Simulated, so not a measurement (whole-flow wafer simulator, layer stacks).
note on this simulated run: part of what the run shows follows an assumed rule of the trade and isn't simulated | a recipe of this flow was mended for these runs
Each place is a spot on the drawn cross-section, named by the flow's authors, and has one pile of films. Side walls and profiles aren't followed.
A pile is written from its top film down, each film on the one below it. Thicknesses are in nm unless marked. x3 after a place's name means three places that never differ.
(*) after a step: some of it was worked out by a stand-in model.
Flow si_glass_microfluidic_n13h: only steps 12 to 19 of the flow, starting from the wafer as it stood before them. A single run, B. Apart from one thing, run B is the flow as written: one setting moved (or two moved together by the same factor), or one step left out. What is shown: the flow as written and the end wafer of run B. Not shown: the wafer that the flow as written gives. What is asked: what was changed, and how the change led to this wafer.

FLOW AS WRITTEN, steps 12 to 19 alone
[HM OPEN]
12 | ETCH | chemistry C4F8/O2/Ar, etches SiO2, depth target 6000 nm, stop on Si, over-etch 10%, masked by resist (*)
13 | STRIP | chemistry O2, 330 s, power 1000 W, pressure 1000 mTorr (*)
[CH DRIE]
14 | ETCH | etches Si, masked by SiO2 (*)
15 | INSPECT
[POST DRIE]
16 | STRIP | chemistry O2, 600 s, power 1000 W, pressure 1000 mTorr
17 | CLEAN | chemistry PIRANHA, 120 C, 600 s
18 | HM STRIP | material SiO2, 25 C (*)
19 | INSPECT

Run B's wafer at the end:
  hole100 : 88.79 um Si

Cause: step 12, ETCH: over-etch 15.9% was run, while the flow as written has over-etch 10%.

How this came from the change, step by step:
  12 | ETCH | chemistry C4F8/O2/Ar, etches SiO2, depth target 6000 nm, stop on Si, over-etch 10%, masked by resist (*)
      land: -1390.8 thick-i-line-resist (as written it would have been: -1320 thick-i-line-resist)
      hole100: -6000 SiO2 (all of it), -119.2 Si (as written it would have been: -6000 SiO2 (all of it), -75 Si)
